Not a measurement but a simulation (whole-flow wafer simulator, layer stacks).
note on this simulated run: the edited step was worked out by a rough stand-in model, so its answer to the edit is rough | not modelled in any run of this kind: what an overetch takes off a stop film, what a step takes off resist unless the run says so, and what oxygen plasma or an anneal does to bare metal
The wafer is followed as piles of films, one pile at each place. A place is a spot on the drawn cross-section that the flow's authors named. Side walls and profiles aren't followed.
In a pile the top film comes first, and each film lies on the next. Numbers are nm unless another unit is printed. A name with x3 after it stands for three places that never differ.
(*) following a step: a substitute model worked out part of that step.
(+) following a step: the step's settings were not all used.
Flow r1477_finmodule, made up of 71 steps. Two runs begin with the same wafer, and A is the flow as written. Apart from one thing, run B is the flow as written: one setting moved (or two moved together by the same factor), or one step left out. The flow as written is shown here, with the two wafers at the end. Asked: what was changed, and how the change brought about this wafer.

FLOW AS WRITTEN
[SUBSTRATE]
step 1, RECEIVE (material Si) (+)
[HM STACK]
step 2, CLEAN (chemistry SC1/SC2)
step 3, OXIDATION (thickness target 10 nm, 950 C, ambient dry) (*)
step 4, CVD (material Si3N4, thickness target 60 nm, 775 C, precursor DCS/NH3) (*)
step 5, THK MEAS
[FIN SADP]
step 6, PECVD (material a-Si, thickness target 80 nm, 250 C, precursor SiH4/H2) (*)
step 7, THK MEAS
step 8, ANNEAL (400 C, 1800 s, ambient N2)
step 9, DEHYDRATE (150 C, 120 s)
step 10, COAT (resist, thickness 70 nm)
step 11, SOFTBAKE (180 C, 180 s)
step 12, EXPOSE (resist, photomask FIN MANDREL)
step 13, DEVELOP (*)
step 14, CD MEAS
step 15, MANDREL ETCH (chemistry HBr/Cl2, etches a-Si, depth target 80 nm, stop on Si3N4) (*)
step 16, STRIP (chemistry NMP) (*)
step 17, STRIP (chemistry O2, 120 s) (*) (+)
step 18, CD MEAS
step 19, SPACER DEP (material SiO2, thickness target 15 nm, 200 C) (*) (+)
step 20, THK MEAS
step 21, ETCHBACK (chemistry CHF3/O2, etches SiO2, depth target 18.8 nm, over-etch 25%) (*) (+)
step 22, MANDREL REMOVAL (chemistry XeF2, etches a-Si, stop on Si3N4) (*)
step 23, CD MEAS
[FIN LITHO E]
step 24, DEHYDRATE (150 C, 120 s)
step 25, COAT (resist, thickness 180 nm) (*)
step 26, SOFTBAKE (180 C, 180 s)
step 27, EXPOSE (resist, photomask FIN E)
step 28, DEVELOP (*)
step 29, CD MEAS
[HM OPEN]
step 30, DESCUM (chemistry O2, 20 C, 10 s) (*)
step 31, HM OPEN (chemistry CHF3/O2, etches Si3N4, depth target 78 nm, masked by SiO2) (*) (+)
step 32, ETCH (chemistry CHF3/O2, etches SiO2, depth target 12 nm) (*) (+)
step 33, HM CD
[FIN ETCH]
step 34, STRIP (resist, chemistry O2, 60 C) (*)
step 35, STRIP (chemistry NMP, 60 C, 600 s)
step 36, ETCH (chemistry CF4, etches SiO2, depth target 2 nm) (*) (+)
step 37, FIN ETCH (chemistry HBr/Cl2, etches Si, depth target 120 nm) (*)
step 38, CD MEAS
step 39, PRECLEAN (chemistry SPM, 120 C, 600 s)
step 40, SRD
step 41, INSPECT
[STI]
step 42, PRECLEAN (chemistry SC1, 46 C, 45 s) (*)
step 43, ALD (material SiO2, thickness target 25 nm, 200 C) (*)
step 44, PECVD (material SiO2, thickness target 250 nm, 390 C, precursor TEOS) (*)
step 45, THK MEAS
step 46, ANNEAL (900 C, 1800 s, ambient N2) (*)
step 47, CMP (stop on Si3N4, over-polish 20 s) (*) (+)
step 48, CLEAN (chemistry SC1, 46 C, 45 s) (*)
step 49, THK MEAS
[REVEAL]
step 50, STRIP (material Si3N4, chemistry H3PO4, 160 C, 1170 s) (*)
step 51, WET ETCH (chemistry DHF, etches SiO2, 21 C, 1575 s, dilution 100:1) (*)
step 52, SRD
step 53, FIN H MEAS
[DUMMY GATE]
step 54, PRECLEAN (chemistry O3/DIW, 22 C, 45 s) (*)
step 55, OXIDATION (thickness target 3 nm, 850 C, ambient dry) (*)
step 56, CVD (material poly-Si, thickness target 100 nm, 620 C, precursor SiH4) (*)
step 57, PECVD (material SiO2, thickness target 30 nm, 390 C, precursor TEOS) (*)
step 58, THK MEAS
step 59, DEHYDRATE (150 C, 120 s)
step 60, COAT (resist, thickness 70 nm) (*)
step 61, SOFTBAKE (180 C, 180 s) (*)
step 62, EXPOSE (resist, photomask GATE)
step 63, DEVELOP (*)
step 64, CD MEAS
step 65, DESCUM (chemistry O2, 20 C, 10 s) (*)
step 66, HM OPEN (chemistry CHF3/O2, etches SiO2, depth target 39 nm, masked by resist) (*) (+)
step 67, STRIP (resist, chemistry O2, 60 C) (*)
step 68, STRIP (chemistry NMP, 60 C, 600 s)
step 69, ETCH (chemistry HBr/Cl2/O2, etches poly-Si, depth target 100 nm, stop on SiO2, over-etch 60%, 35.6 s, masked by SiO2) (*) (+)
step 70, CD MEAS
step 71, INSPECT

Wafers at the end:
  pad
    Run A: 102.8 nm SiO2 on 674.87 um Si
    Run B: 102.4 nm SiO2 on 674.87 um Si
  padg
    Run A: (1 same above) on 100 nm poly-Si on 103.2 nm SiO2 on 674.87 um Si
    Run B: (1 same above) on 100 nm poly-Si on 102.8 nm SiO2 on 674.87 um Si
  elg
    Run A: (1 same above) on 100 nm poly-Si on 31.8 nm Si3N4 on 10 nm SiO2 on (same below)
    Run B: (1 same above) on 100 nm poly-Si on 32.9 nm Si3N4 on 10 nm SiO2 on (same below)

The reason: step 36, ETCH: depth target 1.048 nm was run, though the flow has depth target 2 nm.

Step by step, how the change led to this:
  step 36, ETCH (chemistry CF4, etches SiO2, depth target 2 nm) (*) (+)
      pad, padg, esg and 19 more: A chemical SiO2 loses 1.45 (all of it), Si loses 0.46 | B chemical SiO2 loses 1.05
      elg, e40lg, e100lg, e200lg, elo, e40lo, e100lo, e200lo: A Si3N4 loses 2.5 | B Si3N4 loses 1.31
      (and at 6 other places as well)
  step 51, WET ETCH (chemistry DHF, etches SiO2, 21 C, 1575 s, dilution 100:1) (*)
      elg, e40lg, e100lg, e200lg, elo, e40lo, e100lo, e200lo: A SiO2 loses 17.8 (all of it), Si3N4 loses 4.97 | B SiO2 loses 16.7 (all of it), Si3N4 loses 5.07
